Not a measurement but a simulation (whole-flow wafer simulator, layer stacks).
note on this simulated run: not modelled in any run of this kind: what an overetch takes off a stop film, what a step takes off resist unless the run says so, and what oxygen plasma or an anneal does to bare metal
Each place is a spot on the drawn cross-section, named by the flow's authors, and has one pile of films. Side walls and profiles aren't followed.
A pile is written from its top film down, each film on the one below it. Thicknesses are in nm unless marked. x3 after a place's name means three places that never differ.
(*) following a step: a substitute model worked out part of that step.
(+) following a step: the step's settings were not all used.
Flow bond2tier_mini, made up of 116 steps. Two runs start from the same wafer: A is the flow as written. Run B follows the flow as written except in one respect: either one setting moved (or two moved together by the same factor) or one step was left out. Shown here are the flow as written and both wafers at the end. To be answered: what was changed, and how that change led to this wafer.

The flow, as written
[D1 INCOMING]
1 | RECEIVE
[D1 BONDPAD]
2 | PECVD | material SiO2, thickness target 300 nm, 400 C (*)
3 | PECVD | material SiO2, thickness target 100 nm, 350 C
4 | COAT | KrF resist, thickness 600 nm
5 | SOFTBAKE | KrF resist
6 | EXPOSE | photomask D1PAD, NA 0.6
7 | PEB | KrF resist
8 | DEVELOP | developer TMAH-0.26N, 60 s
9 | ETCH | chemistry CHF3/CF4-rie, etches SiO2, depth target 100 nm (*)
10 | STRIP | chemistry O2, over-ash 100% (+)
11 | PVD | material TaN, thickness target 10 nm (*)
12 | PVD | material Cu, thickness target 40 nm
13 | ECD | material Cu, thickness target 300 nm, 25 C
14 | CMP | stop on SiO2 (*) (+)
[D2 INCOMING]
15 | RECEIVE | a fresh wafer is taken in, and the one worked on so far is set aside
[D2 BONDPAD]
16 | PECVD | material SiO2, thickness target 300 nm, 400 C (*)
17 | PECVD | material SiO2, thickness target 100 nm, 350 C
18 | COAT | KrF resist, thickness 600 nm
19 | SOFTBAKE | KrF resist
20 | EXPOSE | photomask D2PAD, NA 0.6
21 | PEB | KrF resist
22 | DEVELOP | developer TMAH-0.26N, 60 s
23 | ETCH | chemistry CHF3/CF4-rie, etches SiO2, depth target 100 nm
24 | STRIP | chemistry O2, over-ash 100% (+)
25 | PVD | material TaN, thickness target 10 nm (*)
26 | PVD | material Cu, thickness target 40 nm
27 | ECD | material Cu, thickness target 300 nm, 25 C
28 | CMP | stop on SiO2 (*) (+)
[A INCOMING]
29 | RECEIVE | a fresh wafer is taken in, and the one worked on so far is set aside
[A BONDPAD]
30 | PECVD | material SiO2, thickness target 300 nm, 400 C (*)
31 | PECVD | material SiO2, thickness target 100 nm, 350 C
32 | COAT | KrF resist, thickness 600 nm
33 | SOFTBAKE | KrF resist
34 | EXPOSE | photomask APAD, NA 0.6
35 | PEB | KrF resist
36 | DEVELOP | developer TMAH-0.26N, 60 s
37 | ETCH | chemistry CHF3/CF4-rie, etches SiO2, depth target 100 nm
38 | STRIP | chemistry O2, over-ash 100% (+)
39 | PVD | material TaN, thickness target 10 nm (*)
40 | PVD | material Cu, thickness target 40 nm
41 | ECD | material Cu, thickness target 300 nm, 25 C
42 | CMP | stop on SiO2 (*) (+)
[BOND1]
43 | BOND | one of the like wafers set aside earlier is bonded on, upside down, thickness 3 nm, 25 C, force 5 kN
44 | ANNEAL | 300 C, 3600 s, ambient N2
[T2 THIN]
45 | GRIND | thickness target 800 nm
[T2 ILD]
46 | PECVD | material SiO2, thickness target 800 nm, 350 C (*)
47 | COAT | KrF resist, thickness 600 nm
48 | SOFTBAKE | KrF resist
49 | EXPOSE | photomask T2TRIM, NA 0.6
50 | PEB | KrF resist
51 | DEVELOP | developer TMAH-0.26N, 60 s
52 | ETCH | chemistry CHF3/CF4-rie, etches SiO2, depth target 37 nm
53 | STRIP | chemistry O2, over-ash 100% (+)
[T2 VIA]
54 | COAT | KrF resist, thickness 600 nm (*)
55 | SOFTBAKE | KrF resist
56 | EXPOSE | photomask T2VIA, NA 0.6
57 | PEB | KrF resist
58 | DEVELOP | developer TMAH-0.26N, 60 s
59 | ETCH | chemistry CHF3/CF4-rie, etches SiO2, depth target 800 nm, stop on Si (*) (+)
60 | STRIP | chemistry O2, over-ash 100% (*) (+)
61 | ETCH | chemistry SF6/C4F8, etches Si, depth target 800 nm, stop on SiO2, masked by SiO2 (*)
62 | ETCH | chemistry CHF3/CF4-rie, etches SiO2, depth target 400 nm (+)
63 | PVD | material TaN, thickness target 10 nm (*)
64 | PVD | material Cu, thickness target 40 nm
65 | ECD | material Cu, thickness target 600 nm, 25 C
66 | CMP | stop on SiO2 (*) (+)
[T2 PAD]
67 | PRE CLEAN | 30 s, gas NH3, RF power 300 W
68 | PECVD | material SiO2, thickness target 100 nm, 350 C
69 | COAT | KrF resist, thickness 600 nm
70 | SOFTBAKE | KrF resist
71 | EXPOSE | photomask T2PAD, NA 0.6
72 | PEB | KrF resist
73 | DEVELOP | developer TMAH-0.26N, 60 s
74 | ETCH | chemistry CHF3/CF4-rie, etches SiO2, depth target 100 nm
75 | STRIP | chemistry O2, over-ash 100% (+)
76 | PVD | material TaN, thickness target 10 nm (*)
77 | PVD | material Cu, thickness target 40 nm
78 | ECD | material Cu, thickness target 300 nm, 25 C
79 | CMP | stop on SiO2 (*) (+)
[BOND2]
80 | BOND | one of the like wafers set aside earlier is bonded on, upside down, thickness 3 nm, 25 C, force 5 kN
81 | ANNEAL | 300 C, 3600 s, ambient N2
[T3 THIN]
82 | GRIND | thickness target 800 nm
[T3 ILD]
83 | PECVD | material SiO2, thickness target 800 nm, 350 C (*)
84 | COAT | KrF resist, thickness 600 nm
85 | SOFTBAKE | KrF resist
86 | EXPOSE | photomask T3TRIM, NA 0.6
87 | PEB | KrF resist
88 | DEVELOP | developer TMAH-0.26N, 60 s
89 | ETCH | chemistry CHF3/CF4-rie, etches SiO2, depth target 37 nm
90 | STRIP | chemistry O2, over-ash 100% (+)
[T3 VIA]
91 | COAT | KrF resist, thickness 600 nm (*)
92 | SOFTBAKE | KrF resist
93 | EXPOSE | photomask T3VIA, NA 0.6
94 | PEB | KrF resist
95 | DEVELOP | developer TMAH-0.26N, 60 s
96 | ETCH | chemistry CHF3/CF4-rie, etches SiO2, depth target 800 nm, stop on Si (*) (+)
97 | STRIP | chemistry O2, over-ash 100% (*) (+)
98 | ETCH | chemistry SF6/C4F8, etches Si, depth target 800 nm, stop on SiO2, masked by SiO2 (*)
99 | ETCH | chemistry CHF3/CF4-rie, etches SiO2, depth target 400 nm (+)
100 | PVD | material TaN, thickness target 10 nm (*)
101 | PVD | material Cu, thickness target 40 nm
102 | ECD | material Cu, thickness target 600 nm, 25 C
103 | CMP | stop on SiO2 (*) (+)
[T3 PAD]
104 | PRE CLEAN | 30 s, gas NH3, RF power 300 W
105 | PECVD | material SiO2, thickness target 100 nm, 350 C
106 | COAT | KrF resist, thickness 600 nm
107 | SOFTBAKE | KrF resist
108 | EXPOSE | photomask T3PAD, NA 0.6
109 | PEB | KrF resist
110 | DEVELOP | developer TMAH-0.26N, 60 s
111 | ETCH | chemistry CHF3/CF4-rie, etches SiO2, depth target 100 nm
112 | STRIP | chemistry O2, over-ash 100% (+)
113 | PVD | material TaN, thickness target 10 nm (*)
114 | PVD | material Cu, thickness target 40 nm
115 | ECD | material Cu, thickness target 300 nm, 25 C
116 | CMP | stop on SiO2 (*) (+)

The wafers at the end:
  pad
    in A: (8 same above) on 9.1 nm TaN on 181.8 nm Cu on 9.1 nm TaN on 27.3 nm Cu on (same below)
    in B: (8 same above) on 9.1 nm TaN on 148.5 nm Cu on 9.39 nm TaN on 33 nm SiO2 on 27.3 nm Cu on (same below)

Cause: step 74, ETCH: depth target 67 nm was run, whereas the flow has depth target 100 nm.

The path from the change to this, step by step:
  74 | ETCH | chemistry CHF3/CF4-rie, etches SiO2, depth target 100 nm
      pad: A -100 SiO2 (all of it) | B -67 SiO2
      field: A -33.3 KrF resist | B -22.3 KrF resist
  77 | PVD | material Cu, thickness target 40 nm
      pad: A +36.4 Cu (new film) | B +37.6 Cu (new film)
  78 | ECD | material Cu, thickness target 300 nm, 25 C
      pad: A +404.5 Cu | B +370 Cu
Taking metal films that touch as one body, pad has 4 bodies (between them, from the top down: SiO2 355 / Si 800 / chemical SiO2 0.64 / SiO2 300; SiO2 33; SiO2 355 / Si 800 / chemical SiO2 0.64 / SiO2 300); the flow as written gives 3 bodies (between them, from the top down: SiO2 355 / Si 800 / chemical SiO2 0.64 / SiO2 300; SiO2 355 / Si 800 / chemical SiO2 0.64 / SiO2 300).
